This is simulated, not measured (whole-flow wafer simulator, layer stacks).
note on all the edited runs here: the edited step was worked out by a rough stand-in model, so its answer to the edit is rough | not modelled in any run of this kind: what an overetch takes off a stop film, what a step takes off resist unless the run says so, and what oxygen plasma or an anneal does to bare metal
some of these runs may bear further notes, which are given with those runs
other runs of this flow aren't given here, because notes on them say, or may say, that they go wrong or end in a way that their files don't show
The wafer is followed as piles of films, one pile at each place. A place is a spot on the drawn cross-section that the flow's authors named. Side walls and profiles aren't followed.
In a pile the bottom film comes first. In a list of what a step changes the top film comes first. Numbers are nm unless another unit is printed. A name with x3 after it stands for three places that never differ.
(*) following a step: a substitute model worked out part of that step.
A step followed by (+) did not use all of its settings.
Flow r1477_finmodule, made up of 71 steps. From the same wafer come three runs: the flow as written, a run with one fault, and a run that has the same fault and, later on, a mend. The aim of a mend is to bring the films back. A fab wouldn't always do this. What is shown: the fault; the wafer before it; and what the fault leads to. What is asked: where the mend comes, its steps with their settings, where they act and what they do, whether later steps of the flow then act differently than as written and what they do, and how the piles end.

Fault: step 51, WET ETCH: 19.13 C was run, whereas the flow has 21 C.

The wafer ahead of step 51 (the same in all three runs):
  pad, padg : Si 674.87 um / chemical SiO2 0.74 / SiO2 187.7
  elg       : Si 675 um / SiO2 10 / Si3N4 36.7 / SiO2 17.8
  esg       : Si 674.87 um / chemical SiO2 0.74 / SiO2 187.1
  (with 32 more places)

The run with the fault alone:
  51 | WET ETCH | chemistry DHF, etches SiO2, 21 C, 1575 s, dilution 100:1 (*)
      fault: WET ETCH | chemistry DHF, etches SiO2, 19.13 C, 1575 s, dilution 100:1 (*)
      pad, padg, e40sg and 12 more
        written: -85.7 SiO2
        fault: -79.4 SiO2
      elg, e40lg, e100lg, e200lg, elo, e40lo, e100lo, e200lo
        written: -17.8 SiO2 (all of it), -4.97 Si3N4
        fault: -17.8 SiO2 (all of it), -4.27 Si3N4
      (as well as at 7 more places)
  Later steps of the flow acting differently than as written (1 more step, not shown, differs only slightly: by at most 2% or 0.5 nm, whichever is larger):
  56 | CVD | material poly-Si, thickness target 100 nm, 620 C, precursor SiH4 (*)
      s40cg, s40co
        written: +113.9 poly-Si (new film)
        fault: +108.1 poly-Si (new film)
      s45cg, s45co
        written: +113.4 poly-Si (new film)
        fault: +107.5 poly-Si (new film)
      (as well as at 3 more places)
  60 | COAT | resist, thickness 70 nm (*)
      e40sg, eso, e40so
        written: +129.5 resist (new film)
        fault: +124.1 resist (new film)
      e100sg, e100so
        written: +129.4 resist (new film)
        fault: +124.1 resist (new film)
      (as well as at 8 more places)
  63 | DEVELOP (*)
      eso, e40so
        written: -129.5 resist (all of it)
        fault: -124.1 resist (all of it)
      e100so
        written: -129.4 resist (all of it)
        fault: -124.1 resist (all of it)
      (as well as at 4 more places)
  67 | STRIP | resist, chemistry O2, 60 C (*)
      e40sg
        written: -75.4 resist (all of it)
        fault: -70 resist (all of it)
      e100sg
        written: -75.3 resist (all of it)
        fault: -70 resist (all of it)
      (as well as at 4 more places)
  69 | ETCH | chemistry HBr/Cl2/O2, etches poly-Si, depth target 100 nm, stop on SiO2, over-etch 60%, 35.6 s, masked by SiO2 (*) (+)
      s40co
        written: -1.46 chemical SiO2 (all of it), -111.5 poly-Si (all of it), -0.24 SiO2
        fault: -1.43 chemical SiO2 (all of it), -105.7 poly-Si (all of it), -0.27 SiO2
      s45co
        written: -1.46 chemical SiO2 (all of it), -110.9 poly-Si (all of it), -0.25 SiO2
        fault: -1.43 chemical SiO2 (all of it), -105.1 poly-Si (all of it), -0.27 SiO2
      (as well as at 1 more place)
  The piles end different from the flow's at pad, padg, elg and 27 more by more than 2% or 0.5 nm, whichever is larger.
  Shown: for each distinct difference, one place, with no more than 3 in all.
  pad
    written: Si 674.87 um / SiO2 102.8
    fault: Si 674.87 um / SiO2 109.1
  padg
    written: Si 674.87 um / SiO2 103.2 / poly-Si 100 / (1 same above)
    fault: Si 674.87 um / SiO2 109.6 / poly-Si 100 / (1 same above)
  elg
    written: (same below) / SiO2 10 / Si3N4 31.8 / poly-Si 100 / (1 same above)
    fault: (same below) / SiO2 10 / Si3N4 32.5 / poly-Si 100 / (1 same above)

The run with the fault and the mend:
  After step 51 comes the mend.
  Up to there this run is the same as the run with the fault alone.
  51a | WET ETCH | chemistry DHF, etches SiO2, 21 C, 114.3 s, dilution 100:1 (*) (the flow's step 51 again, with other settings)
      pad, padg, e40sg and 12 more
        -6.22 SiO2
      elg, e40lg, e100lg, e200lg, elo, e40lo, e100lo, e200lo
        -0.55 Si3N4
      esg, s40cg, s45cg, s50cg, s40co, s45co, s50co
        -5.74 SiO2
  None of the later steps of the flow differs from how it acts as written, at any place that is followed, by more than 2% or 0.5 nm, whichever is larger.
  When the end is reached, the piles differ only a little from the flow's at the places that both follow, at most by 2% or 0.5 nm, whichever is larger.
